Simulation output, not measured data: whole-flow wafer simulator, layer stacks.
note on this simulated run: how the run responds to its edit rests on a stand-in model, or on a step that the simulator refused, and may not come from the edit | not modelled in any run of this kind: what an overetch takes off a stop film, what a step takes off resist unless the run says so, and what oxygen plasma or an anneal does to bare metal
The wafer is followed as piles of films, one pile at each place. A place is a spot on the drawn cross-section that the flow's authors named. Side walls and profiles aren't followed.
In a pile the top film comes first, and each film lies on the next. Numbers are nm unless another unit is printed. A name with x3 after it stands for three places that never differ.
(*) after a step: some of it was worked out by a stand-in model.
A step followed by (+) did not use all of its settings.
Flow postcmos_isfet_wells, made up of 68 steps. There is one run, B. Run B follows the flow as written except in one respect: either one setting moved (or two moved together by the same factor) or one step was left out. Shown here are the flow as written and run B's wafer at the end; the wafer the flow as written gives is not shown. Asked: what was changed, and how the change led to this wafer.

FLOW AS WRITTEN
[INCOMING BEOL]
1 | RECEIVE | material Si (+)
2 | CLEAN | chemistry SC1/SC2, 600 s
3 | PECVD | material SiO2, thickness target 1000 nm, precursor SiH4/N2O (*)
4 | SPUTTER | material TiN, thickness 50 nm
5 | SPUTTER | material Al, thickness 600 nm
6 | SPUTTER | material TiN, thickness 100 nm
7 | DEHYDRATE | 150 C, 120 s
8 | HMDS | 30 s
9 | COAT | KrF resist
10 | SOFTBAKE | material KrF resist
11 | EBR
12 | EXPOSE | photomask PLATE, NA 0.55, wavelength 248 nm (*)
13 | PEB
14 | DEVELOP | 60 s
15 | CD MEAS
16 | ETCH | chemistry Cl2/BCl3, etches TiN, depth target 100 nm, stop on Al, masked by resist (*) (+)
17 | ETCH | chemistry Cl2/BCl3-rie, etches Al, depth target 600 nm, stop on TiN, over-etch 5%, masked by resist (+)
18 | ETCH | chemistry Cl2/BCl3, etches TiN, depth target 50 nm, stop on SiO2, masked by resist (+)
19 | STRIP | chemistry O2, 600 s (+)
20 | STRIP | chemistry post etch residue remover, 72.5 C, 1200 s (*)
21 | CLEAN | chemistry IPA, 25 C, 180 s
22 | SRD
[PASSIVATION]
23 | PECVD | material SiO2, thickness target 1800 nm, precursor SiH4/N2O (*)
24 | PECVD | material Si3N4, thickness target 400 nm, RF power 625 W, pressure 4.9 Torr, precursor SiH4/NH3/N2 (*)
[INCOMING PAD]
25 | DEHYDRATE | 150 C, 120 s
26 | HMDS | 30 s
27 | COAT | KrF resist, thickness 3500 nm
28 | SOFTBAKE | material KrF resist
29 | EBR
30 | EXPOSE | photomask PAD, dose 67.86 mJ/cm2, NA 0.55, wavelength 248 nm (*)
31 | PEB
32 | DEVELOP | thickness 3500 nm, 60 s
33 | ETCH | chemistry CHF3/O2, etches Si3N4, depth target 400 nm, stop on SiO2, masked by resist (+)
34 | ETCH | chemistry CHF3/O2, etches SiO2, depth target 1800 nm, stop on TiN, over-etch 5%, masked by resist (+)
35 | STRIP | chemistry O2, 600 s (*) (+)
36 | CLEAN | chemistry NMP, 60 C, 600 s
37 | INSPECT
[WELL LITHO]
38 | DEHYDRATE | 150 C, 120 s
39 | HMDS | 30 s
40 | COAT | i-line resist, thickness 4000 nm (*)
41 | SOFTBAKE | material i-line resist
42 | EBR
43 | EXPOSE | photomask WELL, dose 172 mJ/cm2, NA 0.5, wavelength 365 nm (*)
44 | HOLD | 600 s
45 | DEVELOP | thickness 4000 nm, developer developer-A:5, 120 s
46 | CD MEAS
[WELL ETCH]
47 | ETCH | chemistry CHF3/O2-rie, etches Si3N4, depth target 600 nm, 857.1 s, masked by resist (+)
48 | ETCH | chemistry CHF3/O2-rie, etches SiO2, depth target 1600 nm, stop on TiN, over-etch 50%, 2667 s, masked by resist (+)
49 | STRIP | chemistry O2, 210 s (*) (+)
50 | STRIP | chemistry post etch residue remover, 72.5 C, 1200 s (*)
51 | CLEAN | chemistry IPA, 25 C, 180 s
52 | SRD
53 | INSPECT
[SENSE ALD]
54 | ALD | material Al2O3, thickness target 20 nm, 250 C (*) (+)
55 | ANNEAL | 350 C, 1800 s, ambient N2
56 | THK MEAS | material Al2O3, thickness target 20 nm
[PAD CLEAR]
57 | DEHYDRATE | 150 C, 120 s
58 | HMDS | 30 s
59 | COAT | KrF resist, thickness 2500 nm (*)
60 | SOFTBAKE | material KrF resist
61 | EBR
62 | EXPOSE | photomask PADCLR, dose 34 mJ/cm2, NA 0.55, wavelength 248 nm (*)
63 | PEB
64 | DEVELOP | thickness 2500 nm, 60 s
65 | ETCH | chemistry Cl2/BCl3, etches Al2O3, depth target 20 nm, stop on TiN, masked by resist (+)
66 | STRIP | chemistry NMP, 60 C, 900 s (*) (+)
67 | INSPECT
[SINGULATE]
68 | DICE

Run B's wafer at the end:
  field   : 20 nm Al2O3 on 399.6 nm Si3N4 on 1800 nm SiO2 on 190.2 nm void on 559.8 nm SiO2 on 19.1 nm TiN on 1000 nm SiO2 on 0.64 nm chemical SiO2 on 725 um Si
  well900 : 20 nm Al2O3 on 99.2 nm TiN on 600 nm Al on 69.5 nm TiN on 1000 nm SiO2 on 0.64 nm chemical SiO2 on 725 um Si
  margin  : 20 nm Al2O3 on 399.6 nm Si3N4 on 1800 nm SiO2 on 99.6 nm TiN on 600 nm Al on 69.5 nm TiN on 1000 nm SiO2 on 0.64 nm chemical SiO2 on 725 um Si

Cause: step 4, SPUTTER: thickness 69.5 nm was run, though the flow has thickness 50 nm.
One can read it off the wafer: well900 has TiN 69.5, and step 4 as written asks for 50 nm.

How this came from the change, step by step:
  4 | SPUTTER | material TiN, thickness 50 nm
      field, margin, well900, well1300 x3, pad_rim, pad_clr, pad_open: TiN gains 69.5 (new film) (as written it would have been: TiN gains 50 (new film))
  18 | ETCH | chemistry Cl2/BCl3, etches TiN, depth target 50 nm, stop on SiO2, masked by resist (+)
      field: TiN loses 50 (as written it would have been: TiN loses 50 (all of it))
  23 | PECVD | material SiO2, thickness target 1800 nm, precursor SiH4/N2O (*)
      field: SiO2 gains 1800 (new film), void gains 190.2 (new film), SiO2 gains 559.8 (new film) (as written it would have been: SiO2 gains 1800 (new film), void gains 189.9 (new film), SiO2 gains 559.7)
If metal films that touch count as one body, field has 1 body; the flow as written gives 0 bodies.
